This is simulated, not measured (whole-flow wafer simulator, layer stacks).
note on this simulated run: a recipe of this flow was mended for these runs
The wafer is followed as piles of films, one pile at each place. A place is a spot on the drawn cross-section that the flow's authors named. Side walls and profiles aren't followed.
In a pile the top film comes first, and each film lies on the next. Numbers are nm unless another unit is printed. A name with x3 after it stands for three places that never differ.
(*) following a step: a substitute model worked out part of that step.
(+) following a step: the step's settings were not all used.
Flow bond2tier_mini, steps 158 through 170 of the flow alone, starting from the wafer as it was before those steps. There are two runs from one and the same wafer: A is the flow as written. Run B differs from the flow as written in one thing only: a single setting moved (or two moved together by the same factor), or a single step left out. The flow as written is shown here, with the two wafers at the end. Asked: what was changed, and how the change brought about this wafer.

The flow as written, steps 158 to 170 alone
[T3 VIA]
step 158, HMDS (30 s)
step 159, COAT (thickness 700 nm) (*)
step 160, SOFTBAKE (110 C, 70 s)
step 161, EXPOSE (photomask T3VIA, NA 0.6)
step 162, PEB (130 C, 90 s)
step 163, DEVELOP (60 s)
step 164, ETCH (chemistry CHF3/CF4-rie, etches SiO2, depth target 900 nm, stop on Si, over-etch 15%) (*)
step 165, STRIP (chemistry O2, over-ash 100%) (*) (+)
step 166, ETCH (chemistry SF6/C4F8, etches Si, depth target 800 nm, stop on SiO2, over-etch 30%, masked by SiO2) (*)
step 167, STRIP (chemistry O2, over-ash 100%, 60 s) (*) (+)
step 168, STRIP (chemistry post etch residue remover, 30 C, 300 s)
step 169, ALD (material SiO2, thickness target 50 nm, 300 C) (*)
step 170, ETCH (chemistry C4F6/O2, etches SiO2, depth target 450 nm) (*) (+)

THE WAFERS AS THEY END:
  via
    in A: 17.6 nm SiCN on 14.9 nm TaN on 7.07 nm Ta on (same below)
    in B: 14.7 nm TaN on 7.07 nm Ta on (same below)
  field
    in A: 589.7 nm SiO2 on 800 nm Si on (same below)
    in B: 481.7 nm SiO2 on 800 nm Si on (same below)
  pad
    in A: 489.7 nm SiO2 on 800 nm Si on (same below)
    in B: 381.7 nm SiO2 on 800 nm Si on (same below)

What caused this: step 170, ETCH: depth target 558 nm was run, though the flow has depth target 450 nm.

The path from the change to this, step by step:
  step 170, ETCH (chemistry C4F6/O2, etches SiO2, depth target 450 nm) (*) (+)
      via: A SiO2 loses 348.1 (all of it), SiCN loses 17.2 | B SiO2 loses 348.1 (all of it), SiCN loses 34.8 (all of it), TaN loses 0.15
      field, pad: A SiO2 loses 450 | B SiO2 loses 558
